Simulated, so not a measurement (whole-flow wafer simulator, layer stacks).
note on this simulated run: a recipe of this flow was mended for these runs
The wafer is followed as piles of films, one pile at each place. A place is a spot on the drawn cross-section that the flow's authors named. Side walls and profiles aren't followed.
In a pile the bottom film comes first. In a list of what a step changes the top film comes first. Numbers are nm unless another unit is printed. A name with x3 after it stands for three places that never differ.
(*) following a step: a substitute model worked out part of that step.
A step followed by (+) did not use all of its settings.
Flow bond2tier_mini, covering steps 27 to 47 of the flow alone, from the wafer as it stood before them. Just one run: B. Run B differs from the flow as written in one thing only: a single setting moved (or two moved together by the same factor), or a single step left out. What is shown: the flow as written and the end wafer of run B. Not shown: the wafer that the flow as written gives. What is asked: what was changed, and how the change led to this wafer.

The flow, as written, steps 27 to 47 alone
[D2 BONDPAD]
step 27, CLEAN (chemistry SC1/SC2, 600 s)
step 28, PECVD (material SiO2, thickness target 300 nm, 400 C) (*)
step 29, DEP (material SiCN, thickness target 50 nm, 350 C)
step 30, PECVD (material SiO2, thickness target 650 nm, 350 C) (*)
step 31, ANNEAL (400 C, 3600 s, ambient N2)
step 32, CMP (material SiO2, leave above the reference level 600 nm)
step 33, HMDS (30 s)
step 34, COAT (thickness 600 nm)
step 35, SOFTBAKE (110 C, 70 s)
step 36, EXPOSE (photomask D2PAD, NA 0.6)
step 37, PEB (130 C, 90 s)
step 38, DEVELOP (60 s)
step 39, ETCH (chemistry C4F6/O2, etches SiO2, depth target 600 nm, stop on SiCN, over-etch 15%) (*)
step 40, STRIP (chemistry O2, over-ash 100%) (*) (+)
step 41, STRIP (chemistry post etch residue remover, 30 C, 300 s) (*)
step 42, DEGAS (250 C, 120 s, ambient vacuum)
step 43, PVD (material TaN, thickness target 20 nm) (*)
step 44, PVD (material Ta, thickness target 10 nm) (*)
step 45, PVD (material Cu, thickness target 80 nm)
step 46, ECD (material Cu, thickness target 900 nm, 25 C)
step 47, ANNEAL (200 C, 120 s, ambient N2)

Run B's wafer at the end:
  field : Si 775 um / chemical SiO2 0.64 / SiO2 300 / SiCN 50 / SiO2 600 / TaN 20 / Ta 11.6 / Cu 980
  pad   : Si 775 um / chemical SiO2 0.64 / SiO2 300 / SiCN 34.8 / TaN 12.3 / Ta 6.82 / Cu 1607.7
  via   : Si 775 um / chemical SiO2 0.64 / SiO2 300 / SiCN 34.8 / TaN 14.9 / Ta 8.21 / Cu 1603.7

The reason: step 44, PVD: thickness target 11.6 nm was run, whereas the flow has thickness target 10 nm.
The wafer lets one read it off: field has Ta 11.6, and step 44 as written asks for 10 nm.

Step by step, how the change led to this:
  step 44, PVD (material Ta, thickness target 10 nm) (*)
      field: Ta gains 11.6 (new film) (in the flow as written it would be: Ta gains 10 (new film))
      pad: Ta gains 6.82 (new film) (in the flow as written it would be: Ta gains 5.88 (new film))
      (and at 1 other place as well)
